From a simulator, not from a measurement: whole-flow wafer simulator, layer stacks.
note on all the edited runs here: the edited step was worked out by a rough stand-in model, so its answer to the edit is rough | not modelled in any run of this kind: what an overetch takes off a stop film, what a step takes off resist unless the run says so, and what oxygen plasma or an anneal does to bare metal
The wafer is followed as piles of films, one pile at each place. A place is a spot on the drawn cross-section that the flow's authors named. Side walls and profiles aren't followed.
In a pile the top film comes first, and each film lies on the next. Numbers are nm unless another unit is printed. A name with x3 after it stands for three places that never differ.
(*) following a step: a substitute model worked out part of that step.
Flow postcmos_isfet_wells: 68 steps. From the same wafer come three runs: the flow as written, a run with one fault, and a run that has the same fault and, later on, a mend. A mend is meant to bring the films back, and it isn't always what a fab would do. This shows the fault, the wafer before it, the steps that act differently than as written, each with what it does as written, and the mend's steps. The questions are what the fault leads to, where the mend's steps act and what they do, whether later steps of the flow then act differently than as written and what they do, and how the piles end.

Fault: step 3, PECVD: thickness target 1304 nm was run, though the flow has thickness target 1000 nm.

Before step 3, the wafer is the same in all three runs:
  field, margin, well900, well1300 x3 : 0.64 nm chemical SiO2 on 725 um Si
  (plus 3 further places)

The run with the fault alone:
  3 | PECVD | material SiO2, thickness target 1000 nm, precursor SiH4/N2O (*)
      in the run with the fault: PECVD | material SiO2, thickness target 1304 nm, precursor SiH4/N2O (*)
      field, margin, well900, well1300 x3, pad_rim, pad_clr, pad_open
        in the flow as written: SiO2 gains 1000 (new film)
        in the run with the fault: SiO2 gains 1304 (new film)
  Later steps of the flow that are run all act as written at every place that is followed.
  By the end, the piles at field, margin, well900, well1300 x3, pad_rim, pad_clr, pad_open depart from the flow's by more than 2% or 0.5 nm, whichever is larger.
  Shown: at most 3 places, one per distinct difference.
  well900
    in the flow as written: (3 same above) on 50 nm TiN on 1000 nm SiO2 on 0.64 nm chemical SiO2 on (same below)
    in the run with the fault: (3 same above) on 50 nm TiN on 1304 nm SiO2 on 0.64 nm chemical SiO2 on (same below)
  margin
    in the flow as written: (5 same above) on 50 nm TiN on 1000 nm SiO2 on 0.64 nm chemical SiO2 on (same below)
    in the run with the fault: (5 same above) on 50 nm TiN on 1304 nm SiO2 on 0.64 nm chemical SiO2 on (same below)
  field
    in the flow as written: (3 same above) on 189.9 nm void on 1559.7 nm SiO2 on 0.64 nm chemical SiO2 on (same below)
    in the run with the fault: (3 same above) on 189.9 nm void on 1863.7 nm SiO2 on 0.64 nm chemical SiO2 on (same below)

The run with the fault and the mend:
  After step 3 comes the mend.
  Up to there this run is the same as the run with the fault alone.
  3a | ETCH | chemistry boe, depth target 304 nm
      field, margin, well900, well1300 x3, pad_rim, pad_clr, pad_open
        SiO2 loses 304
  Later steps of the flow that are run all act as written at every place that is followed.
  By the end, the piles equal the flow's at every place that both follow.
